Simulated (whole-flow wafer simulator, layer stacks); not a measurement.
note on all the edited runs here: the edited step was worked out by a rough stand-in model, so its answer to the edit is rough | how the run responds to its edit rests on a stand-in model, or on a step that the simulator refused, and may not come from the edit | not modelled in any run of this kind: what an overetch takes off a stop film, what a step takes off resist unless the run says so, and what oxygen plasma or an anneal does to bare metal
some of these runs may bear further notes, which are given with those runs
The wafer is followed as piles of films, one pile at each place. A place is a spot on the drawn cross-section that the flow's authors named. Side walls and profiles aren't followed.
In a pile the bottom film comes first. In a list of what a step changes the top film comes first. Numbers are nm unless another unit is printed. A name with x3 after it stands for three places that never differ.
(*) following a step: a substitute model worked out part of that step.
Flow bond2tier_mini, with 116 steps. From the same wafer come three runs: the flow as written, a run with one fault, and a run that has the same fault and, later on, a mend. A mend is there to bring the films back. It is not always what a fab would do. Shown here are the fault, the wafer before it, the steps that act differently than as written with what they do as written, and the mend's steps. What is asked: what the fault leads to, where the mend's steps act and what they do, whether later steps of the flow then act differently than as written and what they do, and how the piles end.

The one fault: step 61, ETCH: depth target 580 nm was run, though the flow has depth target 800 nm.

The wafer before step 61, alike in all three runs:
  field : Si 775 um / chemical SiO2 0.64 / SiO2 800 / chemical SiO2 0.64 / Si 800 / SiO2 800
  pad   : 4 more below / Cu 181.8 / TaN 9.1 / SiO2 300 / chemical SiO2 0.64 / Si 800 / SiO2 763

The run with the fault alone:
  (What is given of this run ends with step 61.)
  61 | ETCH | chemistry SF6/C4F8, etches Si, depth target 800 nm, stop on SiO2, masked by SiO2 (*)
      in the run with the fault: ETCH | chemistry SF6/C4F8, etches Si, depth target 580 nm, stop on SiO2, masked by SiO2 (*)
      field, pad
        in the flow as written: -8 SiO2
        in the run with the fault: -5.8 SiO2
  After step 61 the piles are close to the flow's at the places that both follow, differing by at most 2% or 0.5 nm, whichever is larger.

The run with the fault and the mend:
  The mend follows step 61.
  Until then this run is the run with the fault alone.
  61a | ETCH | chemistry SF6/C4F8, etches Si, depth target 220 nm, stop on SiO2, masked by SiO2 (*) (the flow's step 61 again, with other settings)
      field, pad
        -2.2 SiO2
  None of the later steps of the flow acts differently than as written at any place that is followed.
  By the end, the piles equal the flow's at every place that both follow.
